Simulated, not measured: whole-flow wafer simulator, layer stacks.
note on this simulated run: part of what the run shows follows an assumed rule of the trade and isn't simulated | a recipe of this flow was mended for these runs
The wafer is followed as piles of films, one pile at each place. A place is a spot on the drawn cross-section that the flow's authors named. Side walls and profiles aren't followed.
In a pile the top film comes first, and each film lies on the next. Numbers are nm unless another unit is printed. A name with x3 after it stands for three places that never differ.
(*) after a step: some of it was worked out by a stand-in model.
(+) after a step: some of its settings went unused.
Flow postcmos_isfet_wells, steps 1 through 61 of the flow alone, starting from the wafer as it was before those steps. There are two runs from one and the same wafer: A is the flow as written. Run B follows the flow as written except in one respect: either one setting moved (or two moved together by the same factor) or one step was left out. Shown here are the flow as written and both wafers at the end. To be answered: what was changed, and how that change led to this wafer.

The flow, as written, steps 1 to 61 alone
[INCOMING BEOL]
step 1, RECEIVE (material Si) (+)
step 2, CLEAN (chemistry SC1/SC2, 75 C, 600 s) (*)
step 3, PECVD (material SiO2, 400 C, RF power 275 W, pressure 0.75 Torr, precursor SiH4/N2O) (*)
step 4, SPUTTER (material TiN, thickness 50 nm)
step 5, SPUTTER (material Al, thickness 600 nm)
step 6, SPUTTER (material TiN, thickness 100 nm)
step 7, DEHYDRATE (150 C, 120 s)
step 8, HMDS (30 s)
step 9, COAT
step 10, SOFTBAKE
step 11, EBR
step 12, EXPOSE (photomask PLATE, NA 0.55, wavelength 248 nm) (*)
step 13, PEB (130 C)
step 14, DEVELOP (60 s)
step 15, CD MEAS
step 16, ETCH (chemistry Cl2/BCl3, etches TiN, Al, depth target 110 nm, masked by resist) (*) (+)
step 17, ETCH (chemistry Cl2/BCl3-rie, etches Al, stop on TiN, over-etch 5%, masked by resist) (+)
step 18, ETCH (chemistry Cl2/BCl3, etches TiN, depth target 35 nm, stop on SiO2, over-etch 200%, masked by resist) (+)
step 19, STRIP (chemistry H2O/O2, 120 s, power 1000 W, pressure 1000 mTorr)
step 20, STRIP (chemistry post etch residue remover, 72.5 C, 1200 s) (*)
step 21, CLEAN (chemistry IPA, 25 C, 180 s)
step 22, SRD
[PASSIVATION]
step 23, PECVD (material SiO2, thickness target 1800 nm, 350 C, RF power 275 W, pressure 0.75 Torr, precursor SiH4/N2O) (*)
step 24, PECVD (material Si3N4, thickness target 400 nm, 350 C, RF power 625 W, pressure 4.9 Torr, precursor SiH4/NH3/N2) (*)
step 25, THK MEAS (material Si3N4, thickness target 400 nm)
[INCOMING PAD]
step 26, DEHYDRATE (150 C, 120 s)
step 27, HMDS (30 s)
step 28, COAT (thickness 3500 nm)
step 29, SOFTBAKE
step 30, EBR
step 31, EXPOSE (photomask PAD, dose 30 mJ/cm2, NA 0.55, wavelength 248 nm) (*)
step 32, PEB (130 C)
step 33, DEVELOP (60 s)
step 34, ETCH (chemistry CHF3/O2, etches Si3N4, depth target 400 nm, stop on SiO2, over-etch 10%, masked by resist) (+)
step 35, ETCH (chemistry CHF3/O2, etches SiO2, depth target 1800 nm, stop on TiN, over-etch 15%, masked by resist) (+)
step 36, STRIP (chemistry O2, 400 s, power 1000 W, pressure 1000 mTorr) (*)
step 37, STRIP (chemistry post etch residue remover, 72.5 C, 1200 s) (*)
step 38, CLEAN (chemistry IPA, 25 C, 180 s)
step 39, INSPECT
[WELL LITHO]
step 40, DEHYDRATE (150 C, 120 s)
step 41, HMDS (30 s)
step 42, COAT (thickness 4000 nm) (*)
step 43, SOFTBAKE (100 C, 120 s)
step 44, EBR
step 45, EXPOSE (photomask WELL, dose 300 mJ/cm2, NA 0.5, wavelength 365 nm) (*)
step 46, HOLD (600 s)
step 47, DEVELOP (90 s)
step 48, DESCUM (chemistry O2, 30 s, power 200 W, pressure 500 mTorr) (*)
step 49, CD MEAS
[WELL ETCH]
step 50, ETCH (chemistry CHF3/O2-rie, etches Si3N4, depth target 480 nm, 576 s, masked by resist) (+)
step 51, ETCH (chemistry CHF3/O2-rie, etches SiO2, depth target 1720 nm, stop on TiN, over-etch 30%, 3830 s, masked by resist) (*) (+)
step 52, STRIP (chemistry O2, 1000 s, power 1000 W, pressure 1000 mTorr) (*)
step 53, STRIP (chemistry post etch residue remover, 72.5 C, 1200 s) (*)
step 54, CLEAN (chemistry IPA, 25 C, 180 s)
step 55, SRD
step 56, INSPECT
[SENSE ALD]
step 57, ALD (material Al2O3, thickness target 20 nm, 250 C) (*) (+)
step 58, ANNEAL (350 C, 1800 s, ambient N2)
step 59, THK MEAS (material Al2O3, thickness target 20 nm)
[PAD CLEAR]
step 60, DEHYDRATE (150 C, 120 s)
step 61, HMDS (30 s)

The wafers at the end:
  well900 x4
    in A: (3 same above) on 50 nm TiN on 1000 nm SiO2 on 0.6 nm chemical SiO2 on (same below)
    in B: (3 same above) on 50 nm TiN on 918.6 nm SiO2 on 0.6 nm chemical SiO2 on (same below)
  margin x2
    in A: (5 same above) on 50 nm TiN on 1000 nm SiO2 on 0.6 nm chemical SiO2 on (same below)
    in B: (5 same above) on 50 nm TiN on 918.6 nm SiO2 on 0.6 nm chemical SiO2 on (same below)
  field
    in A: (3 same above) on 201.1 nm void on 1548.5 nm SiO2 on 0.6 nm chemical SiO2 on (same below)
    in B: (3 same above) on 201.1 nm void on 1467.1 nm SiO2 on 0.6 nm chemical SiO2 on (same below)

What caused this: step 3, PECVD: RF power 231 W was run, whereas the flow has RF power 275 W.

The path from the change to this, step by step:
  step 3, PECVD (material SiO2, 400 C, RF power 275 W, pressure 0.75 Torr, precursor SiH4/N2O) (*)
      field, margin x2, well900 x4, pad_clr, pad_open: A SiO2 gains 1000 (new film) | B SiO2 gains 918.6 (new film)
